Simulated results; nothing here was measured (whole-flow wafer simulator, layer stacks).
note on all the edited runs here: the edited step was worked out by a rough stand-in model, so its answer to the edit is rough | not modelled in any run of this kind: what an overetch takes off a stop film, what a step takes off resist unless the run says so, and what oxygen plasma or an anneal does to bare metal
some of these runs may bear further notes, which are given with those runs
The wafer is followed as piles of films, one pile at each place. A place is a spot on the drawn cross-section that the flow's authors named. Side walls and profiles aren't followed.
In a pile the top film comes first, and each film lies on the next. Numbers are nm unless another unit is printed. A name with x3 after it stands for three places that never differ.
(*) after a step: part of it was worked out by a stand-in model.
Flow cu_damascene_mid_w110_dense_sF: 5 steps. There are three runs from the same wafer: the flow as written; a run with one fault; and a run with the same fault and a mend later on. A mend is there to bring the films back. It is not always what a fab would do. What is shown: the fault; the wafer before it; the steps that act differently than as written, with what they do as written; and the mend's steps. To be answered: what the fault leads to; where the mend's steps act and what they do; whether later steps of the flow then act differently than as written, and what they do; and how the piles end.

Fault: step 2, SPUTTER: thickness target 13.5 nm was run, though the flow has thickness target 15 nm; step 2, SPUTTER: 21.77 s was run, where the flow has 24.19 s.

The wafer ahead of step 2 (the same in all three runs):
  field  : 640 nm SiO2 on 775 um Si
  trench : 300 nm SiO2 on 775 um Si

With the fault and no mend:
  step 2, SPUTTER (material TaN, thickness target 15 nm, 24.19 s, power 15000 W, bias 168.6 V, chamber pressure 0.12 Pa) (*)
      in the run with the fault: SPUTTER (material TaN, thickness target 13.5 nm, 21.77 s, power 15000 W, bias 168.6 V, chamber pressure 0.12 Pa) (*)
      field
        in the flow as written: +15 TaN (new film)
        in the run with the fault: +13.5 TaN (new film)
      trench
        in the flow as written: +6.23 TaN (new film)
        in the run with the fault: +5.61 TaN (new film)
  Every later step of the flow that is run acts as written, at every place that is followed, to within 2% or 0.5 nm, whichever is larger.
  By the end, the piles at field, trench depart from the flow's by more than 2% or 0.5 nm, whichever is larger.
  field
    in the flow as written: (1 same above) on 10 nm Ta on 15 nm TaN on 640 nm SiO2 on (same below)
    in the run with the fault: (1 same above) on 10 nm Ta on 13.5 nm TaN on 640 nm SiO2 on (same below)
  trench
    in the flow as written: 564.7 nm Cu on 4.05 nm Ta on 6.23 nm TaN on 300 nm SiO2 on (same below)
    in the run with the fault: 563.8 nm Cu on 4.06 nm Ta on 5.61 nm TaN on 300 nm SiO2 on (same below)

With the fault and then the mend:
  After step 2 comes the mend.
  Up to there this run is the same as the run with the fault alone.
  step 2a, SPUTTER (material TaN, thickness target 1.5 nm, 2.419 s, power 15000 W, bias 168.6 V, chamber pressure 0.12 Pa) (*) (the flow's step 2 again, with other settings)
      field
        +1.5 TaN
      trench
        +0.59 TaN
  Every later step of the flow that is run acts as written, at every place that is followed, to within 2% or 0.5 nm, whichever is larger.
  At the end the piles are close to the flow's at the places that both follow, differing by at most 2% or 0.5 nm, whichever is larger.
